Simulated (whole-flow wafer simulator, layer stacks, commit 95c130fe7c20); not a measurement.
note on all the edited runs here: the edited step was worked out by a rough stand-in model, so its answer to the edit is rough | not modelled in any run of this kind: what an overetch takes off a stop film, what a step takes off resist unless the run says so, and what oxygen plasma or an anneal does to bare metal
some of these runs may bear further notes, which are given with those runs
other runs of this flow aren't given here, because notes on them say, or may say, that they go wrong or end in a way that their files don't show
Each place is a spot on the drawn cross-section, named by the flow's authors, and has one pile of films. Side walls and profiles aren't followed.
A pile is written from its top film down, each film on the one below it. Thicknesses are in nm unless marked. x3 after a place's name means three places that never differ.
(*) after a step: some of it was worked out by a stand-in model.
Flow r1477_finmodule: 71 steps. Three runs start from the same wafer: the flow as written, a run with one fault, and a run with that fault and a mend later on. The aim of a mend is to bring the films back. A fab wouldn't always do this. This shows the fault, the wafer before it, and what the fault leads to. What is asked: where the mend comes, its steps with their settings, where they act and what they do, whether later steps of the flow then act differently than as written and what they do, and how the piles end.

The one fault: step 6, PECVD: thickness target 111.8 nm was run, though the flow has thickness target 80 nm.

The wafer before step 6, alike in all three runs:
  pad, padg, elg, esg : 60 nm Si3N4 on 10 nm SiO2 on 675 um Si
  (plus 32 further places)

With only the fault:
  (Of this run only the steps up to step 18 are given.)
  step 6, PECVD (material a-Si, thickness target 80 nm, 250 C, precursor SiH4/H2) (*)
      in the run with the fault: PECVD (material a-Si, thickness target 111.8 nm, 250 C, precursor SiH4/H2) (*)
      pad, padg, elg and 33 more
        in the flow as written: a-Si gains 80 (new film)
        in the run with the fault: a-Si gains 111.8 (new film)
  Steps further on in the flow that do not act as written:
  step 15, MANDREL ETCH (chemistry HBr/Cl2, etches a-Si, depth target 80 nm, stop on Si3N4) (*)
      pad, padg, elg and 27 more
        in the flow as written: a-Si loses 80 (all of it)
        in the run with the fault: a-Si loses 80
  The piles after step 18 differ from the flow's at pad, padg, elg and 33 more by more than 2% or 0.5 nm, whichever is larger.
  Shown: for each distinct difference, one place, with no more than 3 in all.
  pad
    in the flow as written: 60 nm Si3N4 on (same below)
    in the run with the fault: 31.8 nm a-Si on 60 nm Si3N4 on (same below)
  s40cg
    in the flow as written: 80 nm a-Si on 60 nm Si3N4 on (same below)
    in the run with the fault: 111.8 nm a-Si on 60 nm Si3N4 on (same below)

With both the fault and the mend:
  After step 7 comes the mend.
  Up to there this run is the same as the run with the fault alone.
  step 7a, ETCH (chemistry tmah, depth target 128.6 nm)
      pad, padg, elg and 33 more
        a-Si loses 111.8 (all of it)
  step 7b, PECVD (material a-Si, thickness target 80 nm, 250 C, precursor SiH4/H2) (*) (the flow's step 6 again)
      pad, padg, elg and 33 more
        a-Si gains 80 (new film)
  None of the later steps of the flow acts differently than as written at any place that is followed.
  At every place that both follow, the piles at the end match the flow's.
